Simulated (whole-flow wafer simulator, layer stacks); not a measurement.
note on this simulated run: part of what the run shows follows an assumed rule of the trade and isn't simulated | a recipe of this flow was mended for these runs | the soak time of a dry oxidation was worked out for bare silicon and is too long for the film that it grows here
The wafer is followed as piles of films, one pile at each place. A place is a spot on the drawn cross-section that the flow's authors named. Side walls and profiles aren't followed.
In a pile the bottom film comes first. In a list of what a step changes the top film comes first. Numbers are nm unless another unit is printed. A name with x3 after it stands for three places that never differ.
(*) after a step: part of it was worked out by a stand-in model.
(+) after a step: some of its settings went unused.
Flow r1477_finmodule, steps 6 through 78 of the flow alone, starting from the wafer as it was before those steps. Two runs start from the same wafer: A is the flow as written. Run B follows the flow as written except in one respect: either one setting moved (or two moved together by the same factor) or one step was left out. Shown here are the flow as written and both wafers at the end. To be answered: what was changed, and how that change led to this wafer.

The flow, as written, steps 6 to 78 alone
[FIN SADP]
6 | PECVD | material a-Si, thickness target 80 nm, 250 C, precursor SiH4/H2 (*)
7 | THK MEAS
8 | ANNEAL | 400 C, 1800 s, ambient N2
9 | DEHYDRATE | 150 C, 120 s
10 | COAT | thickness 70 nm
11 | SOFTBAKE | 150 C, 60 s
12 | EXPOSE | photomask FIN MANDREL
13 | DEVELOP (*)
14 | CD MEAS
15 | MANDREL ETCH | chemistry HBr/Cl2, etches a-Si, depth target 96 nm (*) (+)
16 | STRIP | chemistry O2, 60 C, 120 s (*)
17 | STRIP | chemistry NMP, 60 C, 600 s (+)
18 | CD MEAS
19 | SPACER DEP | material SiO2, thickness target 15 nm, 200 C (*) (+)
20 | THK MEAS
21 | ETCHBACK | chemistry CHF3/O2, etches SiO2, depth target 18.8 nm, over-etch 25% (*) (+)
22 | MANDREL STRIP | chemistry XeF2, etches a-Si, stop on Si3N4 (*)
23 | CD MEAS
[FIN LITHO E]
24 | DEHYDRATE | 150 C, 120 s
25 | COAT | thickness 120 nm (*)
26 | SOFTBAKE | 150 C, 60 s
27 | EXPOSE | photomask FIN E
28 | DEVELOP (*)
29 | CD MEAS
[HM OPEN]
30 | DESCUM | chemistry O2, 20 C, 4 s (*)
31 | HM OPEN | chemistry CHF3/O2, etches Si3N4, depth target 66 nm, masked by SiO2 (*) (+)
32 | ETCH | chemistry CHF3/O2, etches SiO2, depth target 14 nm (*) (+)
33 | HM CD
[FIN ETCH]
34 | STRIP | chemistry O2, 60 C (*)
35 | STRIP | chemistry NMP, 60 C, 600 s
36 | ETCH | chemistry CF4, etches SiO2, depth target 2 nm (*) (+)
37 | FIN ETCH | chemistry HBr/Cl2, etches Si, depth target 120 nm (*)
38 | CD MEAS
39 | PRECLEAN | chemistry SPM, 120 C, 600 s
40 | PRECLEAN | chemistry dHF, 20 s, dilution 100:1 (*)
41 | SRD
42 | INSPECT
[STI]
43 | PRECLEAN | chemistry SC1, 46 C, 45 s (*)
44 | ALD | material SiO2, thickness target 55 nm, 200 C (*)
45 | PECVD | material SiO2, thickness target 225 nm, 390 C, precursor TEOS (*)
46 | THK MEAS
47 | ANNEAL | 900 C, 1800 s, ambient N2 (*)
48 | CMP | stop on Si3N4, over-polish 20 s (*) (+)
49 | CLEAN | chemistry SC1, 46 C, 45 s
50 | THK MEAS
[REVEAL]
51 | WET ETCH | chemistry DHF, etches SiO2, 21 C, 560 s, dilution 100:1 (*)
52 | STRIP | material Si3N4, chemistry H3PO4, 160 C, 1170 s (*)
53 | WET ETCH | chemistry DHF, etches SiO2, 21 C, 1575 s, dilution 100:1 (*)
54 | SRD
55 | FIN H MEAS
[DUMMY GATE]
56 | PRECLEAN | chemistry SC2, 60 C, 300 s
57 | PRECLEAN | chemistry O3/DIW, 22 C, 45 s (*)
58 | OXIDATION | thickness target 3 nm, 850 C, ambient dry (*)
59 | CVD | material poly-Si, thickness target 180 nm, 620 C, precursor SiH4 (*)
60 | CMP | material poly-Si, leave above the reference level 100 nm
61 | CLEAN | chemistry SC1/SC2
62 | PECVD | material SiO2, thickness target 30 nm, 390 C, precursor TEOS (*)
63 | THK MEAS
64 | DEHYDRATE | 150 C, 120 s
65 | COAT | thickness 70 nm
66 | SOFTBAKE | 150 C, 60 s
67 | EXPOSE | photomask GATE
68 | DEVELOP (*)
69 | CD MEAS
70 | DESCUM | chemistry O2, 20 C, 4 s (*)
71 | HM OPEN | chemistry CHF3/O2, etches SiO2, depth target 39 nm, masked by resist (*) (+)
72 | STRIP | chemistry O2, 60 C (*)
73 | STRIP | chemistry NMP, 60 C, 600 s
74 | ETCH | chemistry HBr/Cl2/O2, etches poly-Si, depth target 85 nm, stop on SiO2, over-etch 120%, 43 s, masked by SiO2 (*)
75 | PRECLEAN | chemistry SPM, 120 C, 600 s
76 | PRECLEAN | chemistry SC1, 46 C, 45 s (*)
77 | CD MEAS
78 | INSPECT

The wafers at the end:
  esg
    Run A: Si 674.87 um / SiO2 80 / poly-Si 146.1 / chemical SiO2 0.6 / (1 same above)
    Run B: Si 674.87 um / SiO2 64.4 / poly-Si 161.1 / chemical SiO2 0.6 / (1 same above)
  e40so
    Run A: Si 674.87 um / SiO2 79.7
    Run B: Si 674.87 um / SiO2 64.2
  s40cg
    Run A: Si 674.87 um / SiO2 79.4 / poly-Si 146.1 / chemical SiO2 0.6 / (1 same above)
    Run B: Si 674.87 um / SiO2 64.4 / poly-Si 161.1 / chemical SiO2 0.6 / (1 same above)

What caused this: step 15, MANDREL ETCH: chemistry HBr/Cl2, etches a-Si, depth target 96 nm (*) (+), was omitted.

The path from the change to this, step by step:
  16 | STRIP | chemistry O2, 60 C, 120 s (*)
      pad, padg, elg x4 and 24 more: A nothing | B +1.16 chemical SiO2 (new film), -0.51 a-Si
      s40cg, s45cg, s50cg, s40co, s45co, s50co: A +0.89 chemical SiO2 (new film), -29 e-beam-resist (all of it), -0.39 a-Si | B -44.9 e-beam-resist
  17 | STRIP | chemistry NMP, 60 C, 600 s (+)
      s40cg, s45cg, s50cg, s40co, s45co, s50co: A nothing | B -25.1 e-beam-resist (all of it)
  21 | ETCHBACK | chemistry CHF3/O2, etches SiO2, depth target 18.8 nm, over-etch 25% (*) (+)
      pad, padg, elg x4 and 18 more: A -15 SiO2 (all of it), -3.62 Si3N4 | B -15 SiO2 (all of it), -1.16 chemical SiO2 (all of it), -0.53 a-Si
      s40cg, s45cg, s50cg, s40co, s45co, s50co: A -15 SiO2 (all of it), -0.89 chemical SiO2 (all of it), -0.58 a-Si | B -15.4 SiO2 (all of it), -0.69 a-Si
  22 | MANDREL STRIP | chemistry XeF2, etches a-Si, stop on Si3N4 (*)
      pad, padg, elg x4 and 18 more: A nothing | B -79 a-Si (all of it)
      s40sg_line, s45sg_line, s50sg_line, s40so_line, s45so_line, s50so_line: A nothing | B under 1 film: -1.16 chemical SiO2 (all of it), -79.5 a-Si (all of it)
  25 | COAT | thickness 120 nm (*)
      s40cg, s40co: A +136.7 e-beam-resist (new film) | B +123.8 e-beam-resist (new film)
      s40sg, s40so: A +142.6 e-beam-resist (new film) | B +123.8 e-beam-resist (new film)
      (and at 14 other places as well)
  28 | DEVELOP (*)
      s40cg, s40co: A -136.7 e-beam-resist (all of it) | B -123.8 e-beam-resist (all of it)
      s40sg, s40so: A -142.6 e-beam-resist (all of it) | B -123.8 e-beam-resist (all of it)
      (and at 14 other places as well)
  31 | HM OPEN | chemistry CHF3/O2, etches Si3N4, depth target 66 nm, masked by SiO2 (*) (+)
      s40sg_line, s45sg_line, s50sg_line, s40so_line, s45so_line, s50so_line: A -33 SiO2 | B -15 SiO2 (all of it), -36 Si3N4
      pad, padg, esg and 13 more: A -54.1 Si3N4 (all of it), -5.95 SiO2 | B -60 Si3N4 (all of it), -3 SiO2
  32 | ETCH | chemistry CHF3/O2, etches SiO2, depth target 14 nm (*) (+)
      s40sg_line, s45sg_line, s50sg_line, s40so_line, s45so_line, s50so_line: A -14 SiO2 | B -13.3 Si3N4
      pad, padg, esg and 13 more: A -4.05 SiO2 (all of it), -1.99 Si | B -7 SiO2 (all of it), -1.4 Si
  36 | ETCH | chemistry CF4, etches SiO2, depth target 2 nm (*) (+)
      elg x4, elo x4: A -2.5 Si3N4 | B nothing
      s40sg_line, s45sg_line, s50sg_line, s40so_line, s45so_line, s50so_line: A -2 SiO2 | B nothing
  37 | FIN ETCH | chemistry HBr/Cl2, etches Si, depth target 120 nm (*)
      s40sg_line, s45sg_line, s50sg_line, s40so_line, s45so_line, s50so_line: A -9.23 SiO2 | B -10.7 Si3N4 (all of it), -3.47 SiO2
  40 | PRECLEAN | chemistry dHF, 20 s, dilution 100:1 (*)
      s40sg_line, s45sg_line, s50sg_line, s40so_line, s45so_line, s50so_line: A -3.61 SiO2 | B -0.87 SiO2
  44 | ALD | material SiO2, thickness target 55 nm, 200 C (*)
      esg, e40sg, e100sg, e200sg, eso, e40so, e100so, e200so: A +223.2 SiO2 (new film) | B +231 SiO2 (new film)
      s40cg, s45cg, s50cg, s40co, s45co, s50co: A +263.2 SiO2 (new film) | B +184 SiO2 (new film)
      (and at 6 other places as well)
  48 | CMP | stop on Si3N4, over-polish 20 s (*) (+)
      elg x4, elo x4: A -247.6 SiO2 | B -269.9 SiO2 (all of it), -1.12 Si3N4
      s40sg_line, s45sg_line, s50sg_line, s40so_line, s45so_line, s50so_line: A -287 SiO2 (all of it), -1.12 Si3N4 | B -223.9 SiO2
      (and at 22 other places as well)
  51 | WET ETCH | chemistry DHF, etches SiO2, 21 C, 560 s, dilution 100:1 (*)
      elg x4, elo x4: A -22.3 SiO2 (all of it), -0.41 Si3N4 | B -1.52 Si3N4
      s40sg_line, s45sg_line, s50sg_line, s40so_line, s45so_line, s50so_line: A -1.52 Si3N4 | B -28.1 SiO2
  52 | STRIP | material Si3N4, chemistry H3PO4, 160 C, 1170 s (*)
      s40sg_line, s45sg_line, s50sg_line, s40so_line, s45so_line, s50so_line: A -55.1 Si3N4 (all of it), -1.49 SiO2 | B -4.28 SiO2
      elg x4, elo x4: A -33.9 Si3N4 (all of it), -2.15 SiO2 | B -40 Si3N4 (all of it), -1.96 SiO2
  53 | WET ETCH | chemistry DHF, etches SiO2, 21 C, 1575 s, dilution 100:1 (*)
      s40sg_line, s45sg_line, s50sg_line, s40so_line, s45so_line, s50so_line: A -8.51 SiO2 (all of it) | B -19.1 SiO2 (all of it)
  ... another 2 steps ...
  74 | ETCH | chemistry HBr/Cl2/O2, etches poly-Si, depth target 85 nm, stop on SiO2, over-etch 120%, 43 s, masked by SiO2 (*)
      e40so, e100so, e200so and 6 more: A -1.12 chemical SiO2 (all of it), -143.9 poly-Si (all of it), -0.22 SiO2 | B -1.12 chemical SiO2 (all of it), -158.9 poly-Si (all of it), -0.14 SiO2
      pad: A -1.12 chemical SiO2 (all of it), -152.8 poly-Si (all of it), -0.17 SiO2 | B -1.12 chemical SiO2 (all of it), -167.8 poly-Si (all of it), -0.1 SiO2
      (and at 1 other place as well)
